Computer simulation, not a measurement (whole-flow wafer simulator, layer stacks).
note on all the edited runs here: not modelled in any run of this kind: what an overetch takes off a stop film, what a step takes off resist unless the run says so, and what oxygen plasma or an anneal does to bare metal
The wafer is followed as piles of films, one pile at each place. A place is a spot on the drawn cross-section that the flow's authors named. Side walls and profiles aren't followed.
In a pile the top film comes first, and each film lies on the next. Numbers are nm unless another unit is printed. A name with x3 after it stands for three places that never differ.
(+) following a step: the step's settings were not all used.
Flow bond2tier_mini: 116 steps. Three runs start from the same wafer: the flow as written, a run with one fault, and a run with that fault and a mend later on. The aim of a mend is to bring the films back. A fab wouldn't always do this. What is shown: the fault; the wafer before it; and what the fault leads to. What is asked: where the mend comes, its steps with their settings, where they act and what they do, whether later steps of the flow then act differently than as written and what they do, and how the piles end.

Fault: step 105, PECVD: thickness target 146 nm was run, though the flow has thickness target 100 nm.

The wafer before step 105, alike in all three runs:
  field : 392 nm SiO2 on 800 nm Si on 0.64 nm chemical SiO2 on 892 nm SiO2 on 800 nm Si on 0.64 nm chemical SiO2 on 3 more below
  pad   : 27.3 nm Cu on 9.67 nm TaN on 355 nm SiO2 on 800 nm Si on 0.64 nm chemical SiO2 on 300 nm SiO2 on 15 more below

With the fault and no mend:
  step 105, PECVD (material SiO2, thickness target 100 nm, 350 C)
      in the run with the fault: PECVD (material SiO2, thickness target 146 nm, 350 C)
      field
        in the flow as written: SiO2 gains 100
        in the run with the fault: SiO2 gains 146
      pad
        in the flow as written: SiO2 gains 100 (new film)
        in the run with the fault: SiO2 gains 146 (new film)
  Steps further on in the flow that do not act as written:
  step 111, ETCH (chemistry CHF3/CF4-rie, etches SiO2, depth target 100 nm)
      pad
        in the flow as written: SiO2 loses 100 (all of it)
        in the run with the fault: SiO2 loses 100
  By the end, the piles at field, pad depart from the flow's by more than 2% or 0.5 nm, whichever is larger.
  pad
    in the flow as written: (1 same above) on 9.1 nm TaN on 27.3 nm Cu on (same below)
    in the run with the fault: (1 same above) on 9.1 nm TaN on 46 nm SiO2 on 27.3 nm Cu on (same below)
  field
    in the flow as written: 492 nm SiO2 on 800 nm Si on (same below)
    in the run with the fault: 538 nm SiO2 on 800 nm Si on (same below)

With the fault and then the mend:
  The mend stands after step 110.
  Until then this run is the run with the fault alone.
  step 110a, STRIP (chemistry O2, over-ash 100%) (+)
      field
        KrF resist loses 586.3 (all of it)
  step 110b, ETCH (chemistry CHF3/CF4-rie, etches SiO2, depth target 46 nm) (the flow's step 62 again, with other settings)
      field, pad
        SiO2 loses 46
  step 110c, COAT (KrF resist, thickness 600 nm) (the flow's step 106 again)
      field, pad
        KrF resist gains 600 (new film)
  step 110d, SOFTBAKE (KrF resist) (the flow's step 107 again)
      leaves every film unchanged at each place that is followed
  step 110e, EXPOSE (photomask T3PAD, NA 0.6) (the flow's step 108 again)
      leaves every film unchanged at each place that is followed
  step 110f, PEB (KrF resist) (the flow's step 109 again)
      leaves every film unchanged at each place that is followed
  step 110g, DEVELOP (developer TMAH-0.26N, 60 s) (the flow's step 110 again)
      field
        KrF resist loses 13.7
      pad
        KrF resist loses 600 (all of it)
  Every later step of the flow that is run acts as written at every place that is followed.
  At every place that both follow, the piles at the end match the flow's.
